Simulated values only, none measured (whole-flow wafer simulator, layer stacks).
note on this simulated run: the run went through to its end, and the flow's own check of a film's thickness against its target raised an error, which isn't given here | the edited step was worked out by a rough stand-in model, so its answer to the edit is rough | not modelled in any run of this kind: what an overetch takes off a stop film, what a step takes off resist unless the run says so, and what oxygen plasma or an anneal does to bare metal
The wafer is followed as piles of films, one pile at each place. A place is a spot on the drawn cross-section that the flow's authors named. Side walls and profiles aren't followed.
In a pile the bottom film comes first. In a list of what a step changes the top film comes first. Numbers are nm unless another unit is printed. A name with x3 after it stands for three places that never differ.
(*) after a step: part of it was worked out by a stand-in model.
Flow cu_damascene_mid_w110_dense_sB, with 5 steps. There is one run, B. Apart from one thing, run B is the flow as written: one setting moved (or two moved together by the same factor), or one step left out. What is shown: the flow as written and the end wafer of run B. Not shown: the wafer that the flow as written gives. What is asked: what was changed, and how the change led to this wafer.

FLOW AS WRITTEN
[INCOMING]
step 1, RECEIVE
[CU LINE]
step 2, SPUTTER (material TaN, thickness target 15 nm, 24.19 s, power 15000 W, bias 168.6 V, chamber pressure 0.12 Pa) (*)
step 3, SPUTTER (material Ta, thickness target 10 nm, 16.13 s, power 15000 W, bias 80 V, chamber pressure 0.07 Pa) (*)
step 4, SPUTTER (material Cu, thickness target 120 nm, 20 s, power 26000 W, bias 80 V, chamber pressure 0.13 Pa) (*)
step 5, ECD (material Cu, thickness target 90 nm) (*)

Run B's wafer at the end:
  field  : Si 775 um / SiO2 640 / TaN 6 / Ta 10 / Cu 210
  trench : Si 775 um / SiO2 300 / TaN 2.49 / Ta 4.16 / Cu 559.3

Cause: step 2, SPUTTER: thickness target 6 nm was run, whereas the flow has thickness target 15 nm; step 2, SPUTTER: 9.68 s was run, where the flow has 24.19 s.
The wafer lets one read it off: field has TaN 6, and step 2 as written asks for 15 nm.

Step by step, how the change led to this:
  step 2, SPUTTER (material TaN, thickness target 15 nm, 24.19 s, power 15000 W, bias 168.6 V, chamber pressure 0.12 Pa) (*)
      field: +6 TaN (new film) (in the flow as written it would be: +15 TaN (new film))
      trench: +2.49 TaN (new film) (in the flow as written it would be: +6.23 TaN (new film))
  step 4, SPUTTER (material Cu, thickness target 120 nm, 20 s, power 26000 W, bias 80 V, chamber pressure 0.13 Pa) (*)
      trench: +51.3 Cu (new film) (in the flow as written it would be: +49.9 Cu (new film))
